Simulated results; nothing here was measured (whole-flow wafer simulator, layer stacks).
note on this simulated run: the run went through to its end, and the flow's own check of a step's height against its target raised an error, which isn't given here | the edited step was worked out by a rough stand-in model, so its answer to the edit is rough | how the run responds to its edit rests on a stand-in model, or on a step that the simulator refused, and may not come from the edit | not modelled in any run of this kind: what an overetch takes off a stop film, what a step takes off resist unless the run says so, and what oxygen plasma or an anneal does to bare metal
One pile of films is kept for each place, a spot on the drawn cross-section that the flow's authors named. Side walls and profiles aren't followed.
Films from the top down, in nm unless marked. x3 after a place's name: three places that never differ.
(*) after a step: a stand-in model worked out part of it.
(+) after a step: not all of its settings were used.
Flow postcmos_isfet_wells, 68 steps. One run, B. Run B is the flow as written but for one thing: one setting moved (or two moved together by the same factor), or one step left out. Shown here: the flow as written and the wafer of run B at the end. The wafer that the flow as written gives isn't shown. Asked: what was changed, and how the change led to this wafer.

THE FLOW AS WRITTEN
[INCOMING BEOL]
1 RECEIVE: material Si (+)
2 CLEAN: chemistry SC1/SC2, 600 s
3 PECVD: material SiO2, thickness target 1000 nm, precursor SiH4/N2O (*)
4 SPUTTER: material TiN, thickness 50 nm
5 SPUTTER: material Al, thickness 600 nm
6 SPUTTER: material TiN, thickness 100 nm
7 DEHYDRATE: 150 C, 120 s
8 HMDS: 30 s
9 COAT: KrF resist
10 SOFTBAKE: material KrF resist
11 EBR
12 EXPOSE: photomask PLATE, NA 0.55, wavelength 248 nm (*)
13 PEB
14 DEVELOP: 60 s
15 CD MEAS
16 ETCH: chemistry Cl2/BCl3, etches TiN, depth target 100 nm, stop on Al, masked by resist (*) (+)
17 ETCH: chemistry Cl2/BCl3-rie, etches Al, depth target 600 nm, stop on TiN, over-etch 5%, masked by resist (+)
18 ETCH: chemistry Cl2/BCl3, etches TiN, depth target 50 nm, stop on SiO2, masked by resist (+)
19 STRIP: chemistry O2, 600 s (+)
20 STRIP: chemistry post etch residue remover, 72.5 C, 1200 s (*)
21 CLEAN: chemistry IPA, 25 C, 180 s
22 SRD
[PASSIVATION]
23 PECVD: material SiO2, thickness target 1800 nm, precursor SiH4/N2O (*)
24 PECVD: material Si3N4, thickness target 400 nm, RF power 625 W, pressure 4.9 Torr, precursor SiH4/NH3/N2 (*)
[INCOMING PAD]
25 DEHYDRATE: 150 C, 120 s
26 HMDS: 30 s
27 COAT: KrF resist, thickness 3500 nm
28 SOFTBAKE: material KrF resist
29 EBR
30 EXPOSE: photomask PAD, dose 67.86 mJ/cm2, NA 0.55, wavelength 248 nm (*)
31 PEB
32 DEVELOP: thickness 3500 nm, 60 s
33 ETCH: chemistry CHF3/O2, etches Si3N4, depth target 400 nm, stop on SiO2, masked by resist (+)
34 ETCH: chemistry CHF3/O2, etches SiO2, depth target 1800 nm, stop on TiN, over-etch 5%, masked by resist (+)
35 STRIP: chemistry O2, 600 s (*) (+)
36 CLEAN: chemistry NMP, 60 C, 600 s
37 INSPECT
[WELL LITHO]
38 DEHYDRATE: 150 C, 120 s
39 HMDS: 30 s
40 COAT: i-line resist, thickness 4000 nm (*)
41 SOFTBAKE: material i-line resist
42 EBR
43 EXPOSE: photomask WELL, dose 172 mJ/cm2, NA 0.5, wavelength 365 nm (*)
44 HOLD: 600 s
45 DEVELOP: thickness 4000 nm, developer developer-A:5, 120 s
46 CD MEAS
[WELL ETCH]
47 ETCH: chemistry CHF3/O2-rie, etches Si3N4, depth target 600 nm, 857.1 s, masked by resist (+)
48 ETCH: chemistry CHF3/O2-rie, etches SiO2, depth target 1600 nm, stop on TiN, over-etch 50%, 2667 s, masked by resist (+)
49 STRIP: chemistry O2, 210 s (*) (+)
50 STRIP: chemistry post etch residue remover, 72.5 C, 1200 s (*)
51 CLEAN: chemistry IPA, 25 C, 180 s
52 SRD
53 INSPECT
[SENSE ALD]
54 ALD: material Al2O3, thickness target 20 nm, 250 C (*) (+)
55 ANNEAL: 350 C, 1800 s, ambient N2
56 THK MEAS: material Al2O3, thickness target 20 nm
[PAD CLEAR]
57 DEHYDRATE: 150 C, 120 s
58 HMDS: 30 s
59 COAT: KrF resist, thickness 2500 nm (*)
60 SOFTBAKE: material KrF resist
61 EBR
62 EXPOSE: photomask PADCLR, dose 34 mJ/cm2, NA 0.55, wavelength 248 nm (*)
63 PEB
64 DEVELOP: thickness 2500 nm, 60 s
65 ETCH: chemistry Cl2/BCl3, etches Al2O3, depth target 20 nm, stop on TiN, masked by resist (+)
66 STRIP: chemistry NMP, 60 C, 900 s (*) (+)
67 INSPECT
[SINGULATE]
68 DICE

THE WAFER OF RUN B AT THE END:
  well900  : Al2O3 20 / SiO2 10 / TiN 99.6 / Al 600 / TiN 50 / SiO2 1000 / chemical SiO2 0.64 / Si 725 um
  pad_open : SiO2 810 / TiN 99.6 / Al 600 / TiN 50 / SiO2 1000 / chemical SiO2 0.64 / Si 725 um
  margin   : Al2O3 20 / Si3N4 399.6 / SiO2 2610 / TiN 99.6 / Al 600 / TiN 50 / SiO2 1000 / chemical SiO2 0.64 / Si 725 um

The cause: step 23, PECVD: thickness target 2610 nm was run, where the flow has thickness target 1800 nm.
It can be read off the wafer: margin has SiO2 2610, and step 23 as written asks for 1800 nm.

How the change led to this, step by step:
  23 PECVD: material SiO2, thickness target 1800 nm, precursor SiH4/N2O (*)
      margin, well900, well1300 x3, pad_rim, pad_clr, pad_open: SiO2 +2610 (new film) (as written it would be: SiO2 +1800 (new film))
      field: SiO2 +2610 (new film), void +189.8 (new film), SiO2 +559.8 (as written it would be: SiO2 +1800 (new film), void +189.9 (new film), SiO2 +559.7)
  34 ETCH: chemistry CHF3/O2, etches SiO2, depth target 1800 nm, stop on TiN, over-etch 5%, masked by resist (+)
      pad_open: SiO2 -1800 (as written it would be: SiO2 -1800 (all of it))
  48 ETCH: chemistry CHF3/O2-rie, etches SiO2, depth target 1600 nm, stop on TiN, over-etch 50%, 2667 s, masked by resist (+)
      well900, well1300 x3: SiO2 -2400 (as written it would be: SiO2 -1600 (all of it))
  59 COAT: KrF resist, thickness 2500 nm (*)
      field: KrF resist +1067 (new film) (as written it would be: KrF resist +1449 (new film))
      margin: KrF resist +1066.9 (new film) (as written it would be: KrF resist +1448.9 (new film))
  63 PEB
      field, margin: KrF resist -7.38 (as written it would be: KrF resist -10.1)
  66 STRIP: chemistry NMP, 60 C, 900 s (*) (+)
      field: KrF resist -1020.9 (all of it) (as written it would be: KrF resist -1400.1 (all of it))
      margin: KrF resist -1020.8 (all of it) (as written it would be: KrF resist -1400.1 (all of it))
